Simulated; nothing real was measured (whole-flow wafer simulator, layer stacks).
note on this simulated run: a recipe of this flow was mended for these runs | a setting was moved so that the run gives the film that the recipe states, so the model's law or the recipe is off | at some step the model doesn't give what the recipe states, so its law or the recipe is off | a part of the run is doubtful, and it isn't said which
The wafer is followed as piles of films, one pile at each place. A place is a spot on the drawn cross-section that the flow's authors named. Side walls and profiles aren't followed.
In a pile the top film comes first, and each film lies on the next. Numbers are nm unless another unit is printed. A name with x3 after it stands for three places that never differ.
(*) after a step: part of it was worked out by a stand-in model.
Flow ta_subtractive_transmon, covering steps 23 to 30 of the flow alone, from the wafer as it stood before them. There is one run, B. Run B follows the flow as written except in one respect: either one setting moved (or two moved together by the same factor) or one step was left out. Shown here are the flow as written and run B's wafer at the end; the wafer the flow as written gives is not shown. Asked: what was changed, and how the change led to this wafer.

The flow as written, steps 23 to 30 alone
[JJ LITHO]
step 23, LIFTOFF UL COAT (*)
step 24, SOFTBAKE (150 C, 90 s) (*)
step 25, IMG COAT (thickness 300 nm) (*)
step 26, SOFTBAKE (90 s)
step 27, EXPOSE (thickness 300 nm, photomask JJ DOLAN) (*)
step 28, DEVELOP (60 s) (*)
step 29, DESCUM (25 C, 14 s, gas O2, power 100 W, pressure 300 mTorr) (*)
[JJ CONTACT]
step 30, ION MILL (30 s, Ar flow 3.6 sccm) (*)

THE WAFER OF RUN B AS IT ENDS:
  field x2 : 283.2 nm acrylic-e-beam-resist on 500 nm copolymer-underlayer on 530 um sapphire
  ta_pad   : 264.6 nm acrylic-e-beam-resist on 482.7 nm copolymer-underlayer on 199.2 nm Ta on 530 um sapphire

Cause: step 29, DESCUM: pressure 284 mTorr was run, whereas the flow has pressure 300 mTorr.

Step by step, how the change led to this:
  step 29, DESCUM (25 C, 14 s, gas O2, power 100 W, pressure 300 mTorr) (*)
      field x2, ta_pad: nothing (in the flow as written it would be: -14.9 acrylic-e-beam-resist)
